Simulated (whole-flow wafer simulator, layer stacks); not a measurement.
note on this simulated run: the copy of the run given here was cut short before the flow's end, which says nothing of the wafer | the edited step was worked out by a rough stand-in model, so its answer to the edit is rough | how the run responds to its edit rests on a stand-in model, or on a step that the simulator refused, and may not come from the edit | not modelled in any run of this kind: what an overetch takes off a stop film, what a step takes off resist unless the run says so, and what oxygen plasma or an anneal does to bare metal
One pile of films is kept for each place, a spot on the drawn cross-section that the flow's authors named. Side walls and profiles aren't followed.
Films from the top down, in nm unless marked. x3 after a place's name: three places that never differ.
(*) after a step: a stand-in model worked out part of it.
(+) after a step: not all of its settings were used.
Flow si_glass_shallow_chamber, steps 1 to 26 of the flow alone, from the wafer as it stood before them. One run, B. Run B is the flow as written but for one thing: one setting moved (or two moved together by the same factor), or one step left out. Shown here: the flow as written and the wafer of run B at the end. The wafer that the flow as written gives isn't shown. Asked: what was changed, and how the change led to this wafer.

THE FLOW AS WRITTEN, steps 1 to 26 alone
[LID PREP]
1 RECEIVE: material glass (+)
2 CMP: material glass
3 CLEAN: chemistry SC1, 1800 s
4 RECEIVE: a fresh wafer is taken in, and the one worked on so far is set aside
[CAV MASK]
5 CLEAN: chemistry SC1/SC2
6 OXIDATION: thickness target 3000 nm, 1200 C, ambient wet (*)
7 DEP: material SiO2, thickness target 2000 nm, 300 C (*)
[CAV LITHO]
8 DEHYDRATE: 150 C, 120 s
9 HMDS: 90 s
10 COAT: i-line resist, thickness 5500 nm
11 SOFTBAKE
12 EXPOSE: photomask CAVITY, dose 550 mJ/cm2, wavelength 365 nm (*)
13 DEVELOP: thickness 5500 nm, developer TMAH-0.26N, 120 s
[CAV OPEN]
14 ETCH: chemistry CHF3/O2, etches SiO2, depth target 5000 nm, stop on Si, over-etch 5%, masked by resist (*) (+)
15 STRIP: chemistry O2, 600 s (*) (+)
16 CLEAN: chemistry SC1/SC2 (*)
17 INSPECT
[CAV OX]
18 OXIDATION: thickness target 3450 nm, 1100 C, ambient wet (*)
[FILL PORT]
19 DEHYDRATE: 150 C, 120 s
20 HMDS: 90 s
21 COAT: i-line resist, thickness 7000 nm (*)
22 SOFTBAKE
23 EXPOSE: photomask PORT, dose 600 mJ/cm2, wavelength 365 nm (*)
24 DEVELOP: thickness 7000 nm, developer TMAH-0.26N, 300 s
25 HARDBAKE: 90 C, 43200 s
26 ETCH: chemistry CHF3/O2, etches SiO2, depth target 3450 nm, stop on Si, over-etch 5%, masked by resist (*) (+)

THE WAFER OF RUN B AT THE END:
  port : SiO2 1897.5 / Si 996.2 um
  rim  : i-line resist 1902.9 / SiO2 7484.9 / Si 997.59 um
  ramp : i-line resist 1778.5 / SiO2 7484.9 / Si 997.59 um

The cause: step 18, OXIDATION: thickness target 5520 nm was run, where the flow has thickness target 3450 nm.

How the change led to this, step by step:
  18 OXIDATION: thickness target 3450 nm, 1100 C, ambient wet (*)
      rim, ramp, septum, ring: SiO2 +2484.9, Si -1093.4 (as written it would be: SiO2 +1109.8, Si -488.3)
      cav, port: SiO2 +5520 (new film), chemical SiO2 -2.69 (all of it), Si -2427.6 (as written it would be: SiO2 +3450 (new film), chemical SiO2 -2.69 (all of it), Si -1516.8)
  21 COAT: i-line resist, thickness 7000 nm (*)
      rim: i-line resist +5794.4 (new film) (as written it would be: i-line resist +5660.1 (new film))
      ramp: i-line resist +5273.8 (new film) (as written it would be: i-line resist +5087.8 (new film))
  22 SOFTBAKE
      rim: i-line resist -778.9 (as written it would be: i-line resist -849)
      ramp: i-line resist -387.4 (as written it would be: i-line resist -434.5)
      (and at 4 more places)
  25 HARDBAKE: 90 C, 43200 s
      rim: i-line resist -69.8 (as written it would be: i-line resist -62.5)
      ramp: i-line resist -65.1 (as written it would be: i-line resist -57.1)
      (and at 1 more place)
  26 ETCH: chemistry CHF3/O2, etches SiO2, depth target 3450 nm, stop on Si, over-etch 5%, masked by resist (*) (+)
      port: SiO2 -3622.5 (as written it would be: SiO2 -3450 (all of it), Si -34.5)
